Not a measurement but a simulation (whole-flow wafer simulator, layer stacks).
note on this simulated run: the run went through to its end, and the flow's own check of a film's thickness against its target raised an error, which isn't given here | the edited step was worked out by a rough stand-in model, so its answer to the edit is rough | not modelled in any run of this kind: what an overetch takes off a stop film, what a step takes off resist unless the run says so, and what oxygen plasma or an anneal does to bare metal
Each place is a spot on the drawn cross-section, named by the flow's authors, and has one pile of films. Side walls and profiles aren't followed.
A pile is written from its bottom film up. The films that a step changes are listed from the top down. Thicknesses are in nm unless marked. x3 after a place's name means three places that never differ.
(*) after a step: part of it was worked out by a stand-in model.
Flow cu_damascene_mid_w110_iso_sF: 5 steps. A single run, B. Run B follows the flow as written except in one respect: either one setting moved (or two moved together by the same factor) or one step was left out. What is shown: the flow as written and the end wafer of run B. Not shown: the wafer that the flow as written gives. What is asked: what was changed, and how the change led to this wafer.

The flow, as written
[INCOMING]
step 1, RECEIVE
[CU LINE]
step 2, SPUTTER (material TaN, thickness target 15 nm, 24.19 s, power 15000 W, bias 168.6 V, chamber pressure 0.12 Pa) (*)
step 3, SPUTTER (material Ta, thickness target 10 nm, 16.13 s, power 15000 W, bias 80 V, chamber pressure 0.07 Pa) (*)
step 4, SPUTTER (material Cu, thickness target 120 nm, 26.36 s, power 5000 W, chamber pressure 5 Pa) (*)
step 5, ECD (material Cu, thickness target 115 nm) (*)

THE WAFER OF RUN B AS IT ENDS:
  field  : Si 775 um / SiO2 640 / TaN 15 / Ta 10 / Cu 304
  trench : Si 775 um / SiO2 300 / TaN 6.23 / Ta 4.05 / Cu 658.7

Cause: step 5, ECD: thickness target 184 nm was run, while the flow as written has thickness target 115 nm.

How this came from the change, step by step:
  step 5, ECD (material Cu, thickness target 115 nm) (*)
      field: Cu gains 184 (in the flow as written it would be: Cu gains 115)
      trench: Cu gains 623 (in the flow as written it would be: Cu gains 554)
